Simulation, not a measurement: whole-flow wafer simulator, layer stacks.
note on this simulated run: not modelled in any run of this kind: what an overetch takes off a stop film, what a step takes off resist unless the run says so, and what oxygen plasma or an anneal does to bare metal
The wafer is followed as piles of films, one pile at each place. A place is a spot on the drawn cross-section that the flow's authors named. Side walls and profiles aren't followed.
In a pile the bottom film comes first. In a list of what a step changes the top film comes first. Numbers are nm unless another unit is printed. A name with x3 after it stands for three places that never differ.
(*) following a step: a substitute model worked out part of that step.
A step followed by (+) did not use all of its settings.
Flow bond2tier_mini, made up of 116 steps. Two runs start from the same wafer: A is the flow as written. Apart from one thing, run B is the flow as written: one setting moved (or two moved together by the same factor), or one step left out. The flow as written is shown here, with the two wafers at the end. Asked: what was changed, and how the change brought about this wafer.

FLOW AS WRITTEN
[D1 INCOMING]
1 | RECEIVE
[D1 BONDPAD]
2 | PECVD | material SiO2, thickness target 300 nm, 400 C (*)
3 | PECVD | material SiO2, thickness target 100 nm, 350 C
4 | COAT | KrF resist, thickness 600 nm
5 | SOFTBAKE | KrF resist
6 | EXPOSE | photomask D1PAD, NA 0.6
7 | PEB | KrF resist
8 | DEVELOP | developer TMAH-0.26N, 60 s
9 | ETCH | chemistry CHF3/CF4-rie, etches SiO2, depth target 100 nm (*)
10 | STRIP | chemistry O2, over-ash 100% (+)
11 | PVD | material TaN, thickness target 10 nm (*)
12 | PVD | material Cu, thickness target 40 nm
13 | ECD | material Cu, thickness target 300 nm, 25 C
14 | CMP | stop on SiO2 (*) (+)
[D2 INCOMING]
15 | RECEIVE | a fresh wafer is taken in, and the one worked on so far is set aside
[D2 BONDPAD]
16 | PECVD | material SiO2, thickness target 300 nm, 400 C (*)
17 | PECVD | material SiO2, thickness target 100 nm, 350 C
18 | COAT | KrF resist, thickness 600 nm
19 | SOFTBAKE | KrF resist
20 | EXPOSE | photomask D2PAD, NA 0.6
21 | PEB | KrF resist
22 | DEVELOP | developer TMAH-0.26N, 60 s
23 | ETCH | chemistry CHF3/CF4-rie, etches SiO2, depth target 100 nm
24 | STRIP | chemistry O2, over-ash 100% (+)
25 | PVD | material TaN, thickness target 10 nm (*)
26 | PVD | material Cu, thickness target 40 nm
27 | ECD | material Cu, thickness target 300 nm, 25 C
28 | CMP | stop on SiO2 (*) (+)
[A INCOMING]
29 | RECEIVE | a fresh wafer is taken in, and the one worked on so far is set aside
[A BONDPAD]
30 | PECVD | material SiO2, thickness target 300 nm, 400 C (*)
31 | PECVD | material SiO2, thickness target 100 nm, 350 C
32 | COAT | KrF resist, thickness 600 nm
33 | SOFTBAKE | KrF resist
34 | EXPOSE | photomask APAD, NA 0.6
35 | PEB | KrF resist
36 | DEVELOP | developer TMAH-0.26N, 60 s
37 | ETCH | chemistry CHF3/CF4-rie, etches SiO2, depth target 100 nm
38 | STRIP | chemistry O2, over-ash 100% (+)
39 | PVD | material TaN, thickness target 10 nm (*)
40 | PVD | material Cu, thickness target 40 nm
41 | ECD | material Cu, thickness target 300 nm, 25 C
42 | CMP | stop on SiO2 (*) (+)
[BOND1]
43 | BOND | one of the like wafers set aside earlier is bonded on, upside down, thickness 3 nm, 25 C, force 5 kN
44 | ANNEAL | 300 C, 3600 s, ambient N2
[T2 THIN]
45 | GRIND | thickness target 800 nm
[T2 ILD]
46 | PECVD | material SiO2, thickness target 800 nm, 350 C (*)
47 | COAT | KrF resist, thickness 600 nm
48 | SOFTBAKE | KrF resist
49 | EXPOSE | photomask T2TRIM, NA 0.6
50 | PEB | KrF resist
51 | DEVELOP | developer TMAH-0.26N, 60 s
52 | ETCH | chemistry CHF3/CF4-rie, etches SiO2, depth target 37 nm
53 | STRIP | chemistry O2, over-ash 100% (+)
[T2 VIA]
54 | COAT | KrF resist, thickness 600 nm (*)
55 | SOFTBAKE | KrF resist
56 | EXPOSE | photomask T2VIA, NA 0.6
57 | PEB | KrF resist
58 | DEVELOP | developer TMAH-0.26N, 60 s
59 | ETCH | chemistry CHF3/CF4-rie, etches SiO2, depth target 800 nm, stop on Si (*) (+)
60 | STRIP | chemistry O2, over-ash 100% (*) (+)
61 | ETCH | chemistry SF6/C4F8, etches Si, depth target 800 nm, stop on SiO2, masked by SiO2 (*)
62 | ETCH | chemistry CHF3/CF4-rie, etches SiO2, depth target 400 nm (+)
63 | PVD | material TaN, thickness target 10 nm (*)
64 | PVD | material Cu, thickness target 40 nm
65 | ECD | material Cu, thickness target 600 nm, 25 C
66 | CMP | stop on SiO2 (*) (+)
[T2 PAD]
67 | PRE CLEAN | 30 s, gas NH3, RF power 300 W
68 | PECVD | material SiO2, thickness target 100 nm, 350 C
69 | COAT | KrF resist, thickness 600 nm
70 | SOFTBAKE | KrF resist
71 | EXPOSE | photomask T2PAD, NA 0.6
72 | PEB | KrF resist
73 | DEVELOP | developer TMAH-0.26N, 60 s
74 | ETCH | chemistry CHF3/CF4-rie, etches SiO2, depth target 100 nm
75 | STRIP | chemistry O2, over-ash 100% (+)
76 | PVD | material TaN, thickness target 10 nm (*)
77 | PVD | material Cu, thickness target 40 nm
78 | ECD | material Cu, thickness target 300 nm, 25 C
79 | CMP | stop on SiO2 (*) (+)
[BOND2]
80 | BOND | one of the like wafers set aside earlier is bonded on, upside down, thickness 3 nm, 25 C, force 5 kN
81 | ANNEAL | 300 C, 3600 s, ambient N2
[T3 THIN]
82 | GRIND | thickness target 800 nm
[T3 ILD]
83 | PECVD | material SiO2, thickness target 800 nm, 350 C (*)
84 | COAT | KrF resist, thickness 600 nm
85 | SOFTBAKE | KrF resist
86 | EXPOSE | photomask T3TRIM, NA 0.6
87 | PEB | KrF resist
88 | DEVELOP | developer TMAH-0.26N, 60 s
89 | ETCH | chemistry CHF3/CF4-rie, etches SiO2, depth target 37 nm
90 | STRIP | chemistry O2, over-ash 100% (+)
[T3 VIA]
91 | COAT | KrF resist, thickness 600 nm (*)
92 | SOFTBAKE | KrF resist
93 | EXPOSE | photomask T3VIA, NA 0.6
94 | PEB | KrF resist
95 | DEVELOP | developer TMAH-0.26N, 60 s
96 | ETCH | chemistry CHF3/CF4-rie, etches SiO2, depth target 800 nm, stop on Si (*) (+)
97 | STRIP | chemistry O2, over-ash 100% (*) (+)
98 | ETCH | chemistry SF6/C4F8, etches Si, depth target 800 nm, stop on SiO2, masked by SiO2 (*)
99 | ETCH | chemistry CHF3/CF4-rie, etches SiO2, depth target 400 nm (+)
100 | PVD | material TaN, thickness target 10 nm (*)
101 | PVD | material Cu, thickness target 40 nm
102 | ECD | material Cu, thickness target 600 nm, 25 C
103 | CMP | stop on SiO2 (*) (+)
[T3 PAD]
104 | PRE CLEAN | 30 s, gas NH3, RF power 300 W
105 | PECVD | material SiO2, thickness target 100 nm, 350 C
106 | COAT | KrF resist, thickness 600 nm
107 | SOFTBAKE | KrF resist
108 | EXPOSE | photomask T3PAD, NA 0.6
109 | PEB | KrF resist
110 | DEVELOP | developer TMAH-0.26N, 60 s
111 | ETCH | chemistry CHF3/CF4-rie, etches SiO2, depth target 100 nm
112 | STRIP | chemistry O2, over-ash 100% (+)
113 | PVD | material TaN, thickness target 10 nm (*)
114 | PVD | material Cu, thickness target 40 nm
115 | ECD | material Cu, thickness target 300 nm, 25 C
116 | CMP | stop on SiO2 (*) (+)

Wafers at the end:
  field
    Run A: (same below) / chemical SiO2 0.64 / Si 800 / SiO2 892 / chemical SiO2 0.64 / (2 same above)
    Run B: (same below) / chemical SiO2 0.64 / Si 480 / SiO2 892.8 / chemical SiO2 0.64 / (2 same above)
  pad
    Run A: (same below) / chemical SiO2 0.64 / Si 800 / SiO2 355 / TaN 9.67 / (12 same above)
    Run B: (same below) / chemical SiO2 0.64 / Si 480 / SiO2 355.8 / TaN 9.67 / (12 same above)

Cause: step 45, GRIND: thickness target 480 nm was run, though the flow has thickness target 800 nm.
The wafer lets one read it off: field has Si 480, and step 45 as written asks for 800 nm.

Step by step, how the change led to this:
  45 | GRIND | thickness target 800 nm
      field, pad, via: A Si loses 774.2 um | B Si loses 774.52 um
  61 | ETCH | chemistry SF6/C4F8, etches Si, depth target 800 nm, stop on SiO2, masked by SiO2 (*)
      field, pad: A SiO2 loses 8 | B SiO2 loses 7.2
